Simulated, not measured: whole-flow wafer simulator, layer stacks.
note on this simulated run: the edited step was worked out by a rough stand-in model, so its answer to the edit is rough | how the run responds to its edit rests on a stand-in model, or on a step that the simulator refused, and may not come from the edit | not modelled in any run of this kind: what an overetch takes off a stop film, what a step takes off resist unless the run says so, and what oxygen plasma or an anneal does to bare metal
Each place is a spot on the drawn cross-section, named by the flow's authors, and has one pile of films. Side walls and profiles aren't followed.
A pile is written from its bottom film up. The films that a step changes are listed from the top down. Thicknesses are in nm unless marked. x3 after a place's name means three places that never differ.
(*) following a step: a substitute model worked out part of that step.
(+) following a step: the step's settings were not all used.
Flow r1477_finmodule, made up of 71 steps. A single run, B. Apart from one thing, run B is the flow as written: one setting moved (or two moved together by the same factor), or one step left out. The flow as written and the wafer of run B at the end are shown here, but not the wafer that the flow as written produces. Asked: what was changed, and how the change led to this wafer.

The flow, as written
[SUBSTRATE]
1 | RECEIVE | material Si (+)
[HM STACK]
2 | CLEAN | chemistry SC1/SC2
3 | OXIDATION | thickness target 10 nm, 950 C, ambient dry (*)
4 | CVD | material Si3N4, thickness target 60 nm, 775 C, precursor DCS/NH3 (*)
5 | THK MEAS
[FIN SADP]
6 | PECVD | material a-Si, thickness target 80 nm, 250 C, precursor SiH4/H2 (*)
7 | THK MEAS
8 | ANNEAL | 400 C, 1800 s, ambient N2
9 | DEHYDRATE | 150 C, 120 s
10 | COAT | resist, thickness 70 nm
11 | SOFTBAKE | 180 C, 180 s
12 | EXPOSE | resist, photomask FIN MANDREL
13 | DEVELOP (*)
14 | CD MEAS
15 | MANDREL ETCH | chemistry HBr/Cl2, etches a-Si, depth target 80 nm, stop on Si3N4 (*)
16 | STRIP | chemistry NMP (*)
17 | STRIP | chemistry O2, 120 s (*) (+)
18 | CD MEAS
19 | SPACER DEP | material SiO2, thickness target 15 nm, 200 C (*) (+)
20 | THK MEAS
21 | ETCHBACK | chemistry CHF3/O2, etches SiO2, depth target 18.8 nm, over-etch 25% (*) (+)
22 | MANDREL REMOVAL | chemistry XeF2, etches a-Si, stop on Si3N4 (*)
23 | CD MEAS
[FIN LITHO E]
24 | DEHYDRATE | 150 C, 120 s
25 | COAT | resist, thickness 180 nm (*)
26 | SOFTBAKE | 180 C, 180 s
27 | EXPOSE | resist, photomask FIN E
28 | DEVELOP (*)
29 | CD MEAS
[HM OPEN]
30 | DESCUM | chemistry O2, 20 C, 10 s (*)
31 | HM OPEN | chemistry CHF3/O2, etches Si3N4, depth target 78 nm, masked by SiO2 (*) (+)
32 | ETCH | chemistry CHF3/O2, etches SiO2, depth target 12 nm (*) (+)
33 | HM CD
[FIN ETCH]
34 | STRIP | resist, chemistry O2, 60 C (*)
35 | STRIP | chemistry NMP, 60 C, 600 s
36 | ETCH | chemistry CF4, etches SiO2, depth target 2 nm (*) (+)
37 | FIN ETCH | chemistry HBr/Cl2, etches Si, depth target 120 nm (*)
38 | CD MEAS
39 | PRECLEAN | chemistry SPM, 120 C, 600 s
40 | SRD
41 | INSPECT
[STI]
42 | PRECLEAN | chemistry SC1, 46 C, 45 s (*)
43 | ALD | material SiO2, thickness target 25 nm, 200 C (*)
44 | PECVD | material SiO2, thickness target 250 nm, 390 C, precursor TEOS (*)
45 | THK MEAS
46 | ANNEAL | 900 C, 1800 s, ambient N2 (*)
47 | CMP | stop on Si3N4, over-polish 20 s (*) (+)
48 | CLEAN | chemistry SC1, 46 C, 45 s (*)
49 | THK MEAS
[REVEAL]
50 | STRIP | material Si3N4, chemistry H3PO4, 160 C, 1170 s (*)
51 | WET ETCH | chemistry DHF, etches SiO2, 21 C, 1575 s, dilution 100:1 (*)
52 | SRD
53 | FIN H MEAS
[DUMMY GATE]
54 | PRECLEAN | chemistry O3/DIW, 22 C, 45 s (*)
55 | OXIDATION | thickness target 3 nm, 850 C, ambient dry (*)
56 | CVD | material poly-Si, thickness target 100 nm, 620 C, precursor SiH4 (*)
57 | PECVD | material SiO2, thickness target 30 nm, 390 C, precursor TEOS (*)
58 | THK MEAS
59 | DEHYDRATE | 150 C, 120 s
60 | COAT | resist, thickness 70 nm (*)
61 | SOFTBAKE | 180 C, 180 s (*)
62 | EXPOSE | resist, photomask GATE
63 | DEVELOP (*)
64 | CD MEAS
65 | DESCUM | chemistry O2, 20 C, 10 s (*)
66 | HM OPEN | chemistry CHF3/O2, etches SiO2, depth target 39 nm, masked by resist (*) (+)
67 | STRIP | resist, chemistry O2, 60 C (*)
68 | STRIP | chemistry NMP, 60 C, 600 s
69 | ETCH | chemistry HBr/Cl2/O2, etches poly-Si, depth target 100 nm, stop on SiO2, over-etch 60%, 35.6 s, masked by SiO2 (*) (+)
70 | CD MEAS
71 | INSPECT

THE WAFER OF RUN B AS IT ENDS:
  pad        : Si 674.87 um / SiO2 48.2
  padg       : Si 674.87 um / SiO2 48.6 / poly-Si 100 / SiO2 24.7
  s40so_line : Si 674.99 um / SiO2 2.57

What caused this: step 44, PECVD: thickness target 117.5 nm was run, while the flow as written has thickness target 250 nm.

The path from the change to this, step by step:
  44 | PECVD | material SiO2, thickness target 250 nm, 390 C, precursor TEOS (*)
      pad, padg, elg and 33 more: +117.5 SiO2 (in the flow as written it would be: +250 SiO2)
  46 | ANNEAL | 900 C, 1800 s, ambient N2 (*)
      pad, padg, elg and 33 more: -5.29 SiO2 (in the flow as written it would be: -11.2 SiO2)
  47 | CMP | stop on Si3N4, over-polish 20 s (*) (+)
      pad, padg, e40sg and 11 more: nothing (in the flow as written it would be: -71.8 SiO2)
      eso: nothing (in the flow as written it would be: -72.4 SiO2)
      (and at 21 other places as well)
  60 | COAT | resist, thickness 70 nm (*)
      e40lg, e100lg, e40lo, e100lo: +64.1 resist (new film) (in the flow as written it would be: +66.9 resist (new film))
      e200lg, elo, e200lo: +64.2 resist (new film) (in the flow as written it would be: +66.9 resist (new film))
      (and at 25 other places as well)
  63 | DEVELOP (*)
      elo, e200lo: -64.2 resist (all of it) (in the flow as written it would be: -66.9 resist (all of it))
      e40lo, e100lo: -64.1 resist (all of it) (in the flow as written it would be: -66.9 resist (all of it))
      (and at 13 other places as well)
  67 | STRIP | resist, chemistry O2, 60 C (*)
      e40lg, e100lg: -10 resist (all of it) (in the flow as written it would be: -12.8 resist (all of it))
      e40sg: -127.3 resist (all of it) (in the flow as written it would be: -75.4 resist (all of it))
      (and at 12 other places as well)
